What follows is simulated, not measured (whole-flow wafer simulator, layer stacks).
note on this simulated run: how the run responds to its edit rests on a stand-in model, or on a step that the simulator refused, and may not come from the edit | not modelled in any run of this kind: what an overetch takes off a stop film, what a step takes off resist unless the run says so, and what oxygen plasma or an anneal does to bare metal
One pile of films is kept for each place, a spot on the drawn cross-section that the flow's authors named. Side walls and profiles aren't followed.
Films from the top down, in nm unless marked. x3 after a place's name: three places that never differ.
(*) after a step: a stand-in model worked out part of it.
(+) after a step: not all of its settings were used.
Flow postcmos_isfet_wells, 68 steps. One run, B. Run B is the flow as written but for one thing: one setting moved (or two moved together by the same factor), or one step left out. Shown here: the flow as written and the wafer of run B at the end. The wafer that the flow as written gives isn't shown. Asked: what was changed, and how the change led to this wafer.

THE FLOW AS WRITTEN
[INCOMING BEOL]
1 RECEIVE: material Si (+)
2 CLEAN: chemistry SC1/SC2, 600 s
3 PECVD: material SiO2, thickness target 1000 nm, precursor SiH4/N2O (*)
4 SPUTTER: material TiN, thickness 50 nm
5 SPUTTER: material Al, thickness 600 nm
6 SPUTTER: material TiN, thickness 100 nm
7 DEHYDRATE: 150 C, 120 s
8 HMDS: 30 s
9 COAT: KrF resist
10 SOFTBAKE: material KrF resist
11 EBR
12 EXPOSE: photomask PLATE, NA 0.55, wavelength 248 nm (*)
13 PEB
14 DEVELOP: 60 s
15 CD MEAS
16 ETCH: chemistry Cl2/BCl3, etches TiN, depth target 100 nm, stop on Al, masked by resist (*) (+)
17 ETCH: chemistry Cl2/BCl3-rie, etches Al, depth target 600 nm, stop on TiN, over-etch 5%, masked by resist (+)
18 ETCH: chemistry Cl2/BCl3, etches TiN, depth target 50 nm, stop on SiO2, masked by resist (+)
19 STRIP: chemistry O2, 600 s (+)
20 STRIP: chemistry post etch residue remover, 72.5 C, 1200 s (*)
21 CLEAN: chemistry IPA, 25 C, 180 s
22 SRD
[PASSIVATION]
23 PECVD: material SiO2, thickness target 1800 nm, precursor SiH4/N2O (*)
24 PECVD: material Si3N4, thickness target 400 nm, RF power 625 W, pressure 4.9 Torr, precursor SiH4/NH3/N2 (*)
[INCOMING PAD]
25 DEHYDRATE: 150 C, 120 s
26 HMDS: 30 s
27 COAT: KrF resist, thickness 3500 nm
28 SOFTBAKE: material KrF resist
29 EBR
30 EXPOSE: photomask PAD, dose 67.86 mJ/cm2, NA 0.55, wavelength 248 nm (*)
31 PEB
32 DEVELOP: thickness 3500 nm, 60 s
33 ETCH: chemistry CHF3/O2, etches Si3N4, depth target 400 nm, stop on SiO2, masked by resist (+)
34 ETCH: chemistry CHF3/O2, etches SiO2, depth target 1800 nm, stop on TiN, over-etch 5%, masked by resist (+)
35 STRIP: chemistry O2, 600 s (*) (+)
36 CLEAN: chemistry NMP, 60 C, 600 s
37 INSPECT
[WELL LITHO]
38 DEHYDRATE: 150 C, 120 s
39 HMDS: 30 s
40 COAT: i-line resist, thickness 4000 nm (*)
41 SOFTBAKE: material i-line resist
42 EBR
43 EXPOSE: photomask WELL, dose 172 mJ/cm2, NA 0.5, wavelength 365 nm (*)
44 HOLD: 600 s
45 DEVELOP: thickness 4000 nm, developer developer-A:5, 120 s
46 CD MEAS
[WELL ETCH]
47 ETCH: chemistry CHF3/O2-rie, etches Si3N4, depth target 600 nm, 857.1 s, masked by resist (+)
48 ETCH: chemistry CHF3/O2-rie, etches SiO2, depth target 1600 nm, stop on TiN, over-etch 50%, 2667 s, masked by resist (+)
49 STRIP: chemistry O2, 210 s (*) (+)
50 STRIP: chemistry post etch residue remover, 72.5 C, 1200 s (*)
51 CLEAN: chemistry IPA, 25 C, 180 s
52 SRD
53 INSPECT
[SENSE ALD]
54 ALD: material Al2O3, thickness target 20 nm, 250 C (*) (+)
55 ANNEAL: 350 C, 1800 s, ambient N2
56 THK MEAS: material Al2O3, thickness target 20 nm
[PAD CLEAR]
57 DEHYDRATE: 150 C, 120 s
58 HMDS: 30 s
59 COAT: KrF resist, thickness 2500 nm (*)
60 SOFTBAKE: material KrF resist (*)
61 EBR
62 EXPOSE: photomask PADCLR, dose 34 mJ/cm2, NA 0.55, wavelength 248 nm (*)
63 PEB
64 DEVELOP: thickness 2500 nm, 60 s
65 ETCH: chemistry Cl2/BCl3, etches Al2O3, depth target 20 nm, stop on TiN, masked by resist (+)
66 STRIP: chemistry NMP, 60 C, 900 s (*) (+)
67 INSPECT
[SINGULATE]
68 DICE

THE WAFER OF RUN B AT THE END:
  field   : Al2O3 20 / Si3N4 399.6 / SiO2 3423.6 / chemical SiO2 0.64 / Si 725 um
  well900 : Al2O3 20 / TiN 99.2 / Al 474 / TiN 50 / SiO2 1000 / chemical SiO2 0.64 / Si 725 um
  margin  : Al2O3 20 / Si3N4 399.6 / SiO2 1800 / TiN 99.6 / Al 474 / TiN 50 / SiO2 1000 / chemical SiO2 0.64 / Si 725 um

The cause: step 5, SPUTTER: thickness 474 nm was run, where the flow has thickness 600 nm; step 17, ETCH: depth target 474 nm was run, where the flow has depth target 600 nm.
It can be read off the wafer: well900 has Al 474, and step 5 as written asks for 600 nm.

How the change led to this, step by step:
  5 SPUTTER: material Al, thickness 600 nm
      field, margin, well900 and 6 more: Al +474 (new film) (as written it would be: Al +600 (new film))
  17 ETCH: chemistry Cl2/BCl3-rie, etches Al, depth target 600 nm, stop on TiN, over-etch 5%, masked by resist (+)
      margin, well900, well1300, well2000, well3000, pad_rim, pad_clr, pad_open: KrF resist -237 (as written it would be: KrF resist -300)
      field: Al -474 (all of it) (as written it would be: Al -600 (all of it))
  19 STRIP: chemistry O2, 600 s (+)
      margin, well900, well1300, well2000, well3000, pad_rim, pad_clr, pad_open: KrF resist -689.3 (all of it) (as written it would be: KrF resist -626.3 (all of it))
  23 PECVD: material SiO2, thickness target 1800 nm, precursor SiH4/N2O (*)
      field: SiO2 +2423.6 (as written it would be: SiO2 +1800 (new film), void +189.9 (new film), SiO2 +559.7)
